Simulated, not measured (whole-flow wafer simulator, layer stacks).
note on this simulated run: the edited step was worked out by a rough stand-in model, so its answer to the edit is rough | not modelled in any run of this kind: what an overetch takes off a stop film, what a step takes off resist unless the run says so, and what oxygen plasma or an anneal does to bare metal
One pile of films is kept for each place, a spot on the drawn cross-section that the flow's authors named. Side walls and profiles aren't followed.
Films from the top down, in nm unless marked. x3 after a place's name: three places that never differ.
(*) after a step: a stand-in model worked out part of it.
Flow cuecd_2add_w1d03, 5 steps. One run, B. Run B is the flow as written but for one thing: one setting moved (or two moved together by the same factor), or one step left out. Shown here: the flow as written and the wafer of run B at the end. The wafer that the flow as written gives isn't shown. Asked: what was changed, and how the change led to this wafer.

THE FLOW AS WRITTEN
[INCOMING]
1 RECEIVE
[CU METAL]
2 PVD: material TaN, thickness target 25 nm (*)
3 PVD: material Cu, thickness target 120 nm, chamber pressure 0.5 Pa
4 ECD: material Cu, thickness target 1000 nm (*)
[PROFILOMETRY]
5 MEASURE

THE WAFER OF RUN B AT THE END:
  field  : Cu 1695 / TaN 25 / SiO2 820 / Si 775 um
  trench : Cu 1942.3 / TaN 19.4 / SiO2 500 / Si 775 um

The cause: step 4, ECD: thickness target 1575 nm was run, where the flow has thickness target 1000 nm.

How the change led to this, step by step:
  4 ECD: material Cu, thickness target 1000 nm (*)
      field: Cu +1575 (as written it would be: Cu +1000)
      trench: Cu +1848.9 (as written it would be: Cu +1226.8)
